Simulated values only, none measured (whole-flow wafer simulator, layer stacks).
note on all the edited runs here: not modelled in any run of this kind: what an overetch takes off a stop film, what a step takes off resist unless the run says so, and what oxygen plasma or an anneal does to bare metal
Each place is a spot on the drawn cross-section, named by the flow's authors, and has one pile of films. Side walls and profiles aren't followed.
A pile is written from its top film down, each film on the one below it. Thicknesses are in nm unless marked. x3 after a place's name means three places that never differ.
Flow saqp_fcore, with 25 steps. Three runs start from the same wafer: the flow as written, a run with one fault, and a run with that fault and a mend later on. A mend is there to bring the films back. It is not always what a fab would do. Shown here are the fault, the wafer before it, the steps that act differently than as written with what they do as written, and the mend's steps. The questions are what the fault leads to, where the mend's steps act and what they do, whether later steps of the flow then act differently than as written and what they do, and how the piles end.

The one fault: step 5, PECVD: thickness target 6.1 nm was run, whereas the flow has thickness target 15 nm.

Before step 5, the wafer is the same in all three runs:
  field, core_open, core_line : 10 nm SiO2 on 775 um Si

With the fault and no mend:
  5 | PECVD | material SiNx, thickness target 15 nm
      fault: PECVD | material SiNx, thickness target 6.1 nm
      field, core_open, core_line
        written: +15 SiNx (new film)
        fault: +6.1 SiNx (new film)
  Every later step of the flow that is run acts as written at every place that is followed.
  The piles end different from the flow's at field, core_open, core_line by more than 2% or 0.5 nm, whichever is larger.
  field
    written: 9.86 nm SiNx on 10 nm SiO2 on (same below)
    fault: 0.96 nm SiNx on 10 nm SiO2 on (same below)
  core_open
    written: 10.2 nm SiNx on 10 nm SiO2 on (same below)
    fault: 1.28 nm SiNx on 10 nm SiO2 on (same below)
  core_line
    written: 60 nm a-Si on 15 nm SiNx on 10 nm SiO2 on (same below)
    fault: 60 nm a-Si on 6.1 nm SiNx on 10 nm SiO2 on (same below)

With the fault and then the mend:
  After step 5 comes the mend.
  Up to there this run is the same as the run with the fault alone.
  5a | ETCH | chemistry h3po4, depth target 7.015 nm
      field, core_open, core_line
        -6.1 SiNx (all of it)
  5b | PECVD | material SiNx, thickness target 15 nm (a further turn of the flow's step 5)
      field, core_open, core_line
        +15 SiNx (new film)
  Every later step of the flow that is run acts as written at every place that is followed.
  At every place that both follow, the piles at the end match the flow's.
